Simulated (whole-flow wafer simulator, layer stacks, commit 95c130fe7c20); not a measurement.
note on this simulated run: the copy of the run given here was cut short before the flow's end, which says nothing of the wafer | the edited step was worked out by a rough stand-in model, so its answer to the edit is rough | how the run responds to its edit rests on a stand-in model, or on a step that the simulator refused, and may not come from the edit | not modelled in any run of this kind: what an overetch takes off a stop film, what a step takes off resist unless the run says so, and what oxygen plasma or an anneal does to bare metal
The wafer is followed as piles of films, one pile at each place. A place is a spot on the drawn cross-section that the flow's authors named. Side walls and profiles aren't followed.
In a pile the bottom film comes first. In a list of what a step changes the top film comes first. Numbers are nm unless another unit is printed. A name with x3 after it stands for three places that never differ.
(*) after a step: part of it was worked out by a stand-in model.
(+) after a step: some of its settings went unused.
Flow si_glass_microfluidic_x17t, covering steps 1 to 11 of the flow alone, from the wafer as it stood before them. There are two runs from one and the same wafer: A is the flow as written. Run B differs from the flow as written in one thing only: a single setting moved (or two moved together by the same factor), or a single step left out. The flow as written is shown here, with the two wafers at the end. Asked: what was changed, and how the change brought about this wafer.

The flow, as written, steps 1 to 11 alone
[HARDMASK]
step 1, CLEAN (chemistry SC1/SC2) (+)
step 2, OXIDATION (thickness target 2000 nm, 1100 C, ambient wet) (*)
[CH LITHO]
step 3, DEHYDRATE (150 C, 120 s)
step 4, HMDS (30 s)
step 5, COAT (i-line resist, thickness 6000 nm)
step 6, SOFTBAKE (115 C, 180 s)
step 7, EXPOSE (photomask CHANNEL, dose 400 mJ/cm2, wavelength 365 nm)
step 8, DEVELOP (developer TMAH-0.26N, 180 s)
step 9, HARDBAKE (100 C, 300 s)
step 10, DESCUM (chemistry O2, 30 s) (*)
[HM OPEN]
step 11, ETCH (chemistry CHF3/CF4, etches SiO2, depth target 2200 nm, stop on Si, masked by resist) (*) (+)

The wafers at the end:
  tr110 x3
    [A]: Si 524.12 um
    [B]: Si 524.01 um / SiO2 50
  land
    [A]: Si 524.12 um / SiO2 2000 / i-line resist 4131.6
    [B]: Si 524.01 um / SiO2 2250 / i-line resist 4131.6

What caused this: step 2, OXIDATION: thickness target 2250 nm was run, whereas the flow has thickness target 2000 nm.
The wafer lets one read it off: land has SiO2 2250, and step 2 as written asks for 2000 nm.

How this came from the change, step by step:
  step 2, OXIDATION (thickness target 2000 nm, 1100 C, ambient wet) (*)
      land, tr110 x3: A SiO2 gains 2000 (new film), chemical SiO2 loses 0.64 (all of it), Si loses 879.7 | B SiO2 gains 2250 (new film), chemical SiO2 loses 0.64 (all of it), Si loses 989.7
  step 11, ETCH (chemistry CHF3/CF4, etches SiO2, depth target 2200 nm, stop on Si, masked by resist) (*) (+)
      tr110 x3: A SiO2 loses 2000 (all of it) | B SiO2 loses 2200
